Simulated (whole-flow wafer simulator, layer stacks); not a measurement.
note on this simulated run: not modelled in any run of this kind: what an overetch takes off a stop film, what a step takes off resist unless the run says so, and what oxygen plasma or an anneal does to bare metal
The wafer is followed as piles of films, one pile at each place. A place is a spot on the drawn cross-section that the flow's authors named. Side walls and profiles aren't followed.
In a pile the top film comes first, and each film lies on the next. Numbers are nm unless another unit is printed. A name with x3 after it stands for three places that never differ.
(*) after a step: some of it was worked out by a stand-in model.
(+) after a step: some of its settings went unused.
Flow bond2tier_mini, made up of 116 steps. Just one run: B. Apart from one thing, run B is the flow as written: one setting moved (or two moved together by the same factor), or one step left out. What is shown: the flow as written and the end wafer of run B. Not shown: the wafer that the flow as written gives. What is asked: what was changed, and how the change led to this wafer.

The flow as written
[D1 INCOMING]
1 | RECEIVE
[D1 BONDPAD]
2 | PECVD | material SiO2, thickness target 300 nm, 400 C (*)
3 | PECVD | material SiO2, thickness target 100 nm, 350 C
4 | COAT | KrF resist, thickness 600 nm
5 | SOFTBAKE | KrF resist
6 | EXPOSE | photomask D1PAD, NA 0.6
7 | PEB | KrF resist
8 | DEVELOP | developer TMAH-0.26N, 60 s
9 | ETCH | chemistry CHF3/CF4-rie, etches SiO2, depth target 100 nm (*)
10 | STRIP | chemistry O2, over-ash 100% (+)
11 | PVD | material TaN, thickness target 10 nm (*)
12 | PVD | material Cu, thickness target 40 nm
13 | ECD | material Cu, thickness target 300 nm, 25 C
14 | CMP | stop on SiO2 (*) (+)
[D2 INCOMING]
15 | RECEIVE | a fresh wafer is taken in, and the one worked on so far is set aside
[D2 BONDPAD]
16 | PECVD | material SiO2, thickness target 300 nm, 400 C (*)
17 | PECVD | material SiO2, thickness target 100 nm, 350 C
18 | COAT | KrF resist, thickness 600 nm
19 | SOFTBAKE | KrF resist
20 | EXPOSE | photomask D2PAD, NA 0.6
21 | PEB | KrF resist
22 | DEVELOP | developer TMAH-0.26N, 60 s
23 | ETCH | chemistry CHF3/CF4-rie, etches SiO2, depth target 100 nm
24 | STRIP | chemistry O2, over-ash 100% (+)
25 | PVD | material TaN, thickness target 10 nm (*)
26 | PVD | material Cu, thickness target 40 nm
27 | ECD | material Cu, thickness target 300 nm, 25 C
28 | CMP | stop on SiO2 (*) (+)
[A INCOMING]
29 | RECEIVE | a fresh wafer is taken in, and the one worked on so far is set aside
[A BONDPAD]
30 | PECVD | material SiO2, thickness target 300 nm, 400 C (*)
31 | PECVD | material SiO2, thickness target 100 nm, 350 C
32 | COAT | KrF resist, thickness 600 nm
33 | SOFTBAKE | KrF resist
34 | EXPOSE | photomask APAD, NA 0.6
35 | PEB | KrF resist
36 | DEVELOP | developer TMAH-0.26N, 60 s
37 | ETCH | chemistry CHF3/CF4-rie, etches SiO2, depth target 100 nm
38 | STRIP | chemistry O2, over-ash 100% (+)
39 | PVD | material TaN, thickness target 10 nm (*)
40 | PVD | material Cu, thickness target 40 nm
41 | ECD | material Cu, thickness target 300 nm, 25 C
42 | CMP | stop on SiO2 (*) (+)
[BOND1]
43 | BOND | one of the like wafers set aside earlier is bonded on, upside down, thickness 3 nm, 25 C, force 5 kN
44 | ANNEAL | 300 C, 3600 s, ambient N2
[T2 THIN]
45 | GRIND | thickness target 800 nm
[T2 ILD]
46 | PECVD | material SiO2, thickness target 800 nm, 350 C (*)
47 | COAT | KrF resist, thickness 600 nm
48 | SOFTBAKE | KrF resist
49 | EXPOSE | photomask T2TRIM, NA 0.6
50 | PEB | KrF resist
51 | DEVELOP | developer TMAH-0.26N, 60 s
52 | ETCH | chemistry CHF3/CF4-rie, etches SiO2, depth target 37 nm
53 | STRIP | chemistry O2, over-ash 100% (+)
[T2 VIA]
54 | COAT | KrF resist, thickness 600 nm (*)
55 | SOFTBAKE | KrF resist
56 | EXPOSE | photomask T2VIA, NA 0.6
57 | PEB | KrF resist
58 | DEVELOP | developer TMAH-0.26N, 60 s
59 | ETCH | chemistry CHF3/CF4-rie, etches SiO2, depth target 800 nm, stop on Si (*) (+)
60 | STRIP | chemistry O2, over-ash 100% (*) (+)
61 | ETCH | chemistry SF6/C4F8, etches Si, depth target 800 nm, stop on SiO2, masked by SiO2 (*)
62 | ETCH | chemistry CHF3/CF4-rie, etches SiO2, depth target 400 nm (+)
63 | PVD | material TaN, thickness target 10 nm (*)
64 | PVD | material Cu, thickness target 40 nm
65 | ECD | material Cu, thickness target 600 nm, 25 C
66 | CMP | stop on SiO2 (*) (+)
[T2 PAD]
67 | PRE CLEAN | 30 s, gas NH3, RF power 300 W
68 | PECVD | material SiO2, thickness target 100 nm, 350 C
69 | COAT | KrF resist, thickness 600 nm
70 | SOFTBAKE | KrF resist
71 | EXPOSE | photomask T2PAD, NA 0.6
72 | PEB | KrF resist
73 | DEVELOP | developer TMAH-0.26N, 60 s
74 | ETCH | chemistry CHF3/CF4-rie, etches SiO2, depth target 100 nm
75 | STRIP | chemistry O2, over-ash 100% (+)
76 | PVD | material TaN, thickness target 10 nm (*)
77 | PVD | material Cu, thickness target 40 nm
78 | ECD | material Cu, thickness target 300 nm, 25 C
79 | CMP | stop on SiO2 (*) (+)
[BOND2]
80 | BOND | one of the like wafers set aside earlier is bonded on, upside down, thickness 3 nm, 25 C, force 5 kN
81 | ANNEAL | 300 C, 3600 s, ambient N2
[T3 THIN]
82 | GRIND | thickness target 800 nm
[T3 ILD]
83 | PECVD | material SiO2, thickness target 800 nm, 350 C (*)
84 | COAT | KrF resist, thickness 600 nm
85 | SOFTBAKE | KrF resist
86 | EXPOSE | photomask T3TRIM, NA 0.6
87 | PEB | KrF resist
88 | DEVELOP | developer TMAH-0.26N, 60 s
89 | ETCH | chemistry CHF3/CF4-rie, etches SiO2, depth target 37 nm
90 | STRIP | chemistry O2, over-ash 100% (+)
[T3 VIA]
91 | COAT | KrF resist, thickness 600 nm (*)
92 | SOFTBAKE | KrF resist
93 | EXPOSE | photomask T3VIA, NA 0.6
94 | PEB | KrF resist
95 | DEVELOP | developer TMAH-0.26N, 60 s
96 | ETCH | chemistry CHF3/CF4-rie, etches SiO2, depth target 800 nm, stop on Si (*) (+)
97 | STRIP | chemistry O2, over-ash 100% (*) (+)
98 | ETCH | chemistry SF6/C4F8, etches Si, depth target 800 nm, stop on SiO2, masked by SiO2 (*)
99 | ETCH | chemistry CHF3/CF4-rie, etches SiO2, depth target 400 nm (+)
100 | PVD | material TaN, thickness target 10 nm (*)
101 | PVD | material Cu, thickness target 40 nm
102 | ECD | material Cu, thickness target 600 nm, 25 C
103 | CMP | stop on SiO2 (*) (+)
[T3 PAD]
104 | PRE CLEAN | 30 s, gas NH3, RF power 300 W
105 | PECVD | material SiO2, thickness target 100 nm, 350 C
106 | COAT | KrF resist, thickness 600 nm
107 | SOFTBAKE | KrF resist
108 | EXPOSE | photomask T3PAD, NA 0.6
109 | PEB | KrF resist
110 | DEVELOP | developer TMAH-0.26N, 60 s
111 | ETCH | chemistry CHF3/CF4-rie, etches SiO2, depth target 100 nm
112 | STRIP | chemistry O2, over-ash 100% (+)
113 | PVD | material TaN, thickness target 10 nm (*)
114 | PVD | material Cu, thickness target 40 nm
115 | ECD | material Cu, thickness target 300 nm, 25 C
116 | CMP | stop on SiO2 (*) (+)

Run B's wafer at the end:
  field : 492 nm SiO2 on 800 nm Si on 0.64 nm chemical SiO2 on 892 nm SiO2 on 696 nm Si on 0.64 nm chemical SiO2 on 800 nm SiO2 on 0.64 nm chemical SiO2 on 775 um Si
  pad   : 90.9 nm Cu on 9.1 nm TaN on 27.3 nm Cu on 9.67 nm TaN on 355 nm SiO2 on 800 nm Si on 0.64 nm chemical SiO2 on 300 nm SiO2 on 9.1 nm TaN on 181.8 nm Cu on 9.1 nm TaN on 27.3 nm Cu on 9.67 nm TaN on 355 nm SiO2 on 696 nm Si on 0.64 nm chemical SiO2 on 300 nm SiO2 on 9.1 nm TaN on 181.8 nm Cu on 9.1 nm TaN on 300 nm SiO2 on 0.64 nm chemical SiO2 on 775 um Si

What caused this: step 45, GRIND: thickness target 696 nm was run, while the flow as written has thickness target 800 nm.
The wafer itself shows it: field has Si 696, and step 45 as written asks for 800 nm.

Step by step, how the change led to this:
  45 | GRIND | thickness target 800 nm
      field, pad, via: Si loses 774.3 um (as written it would have been: Si loses 774.2 um)
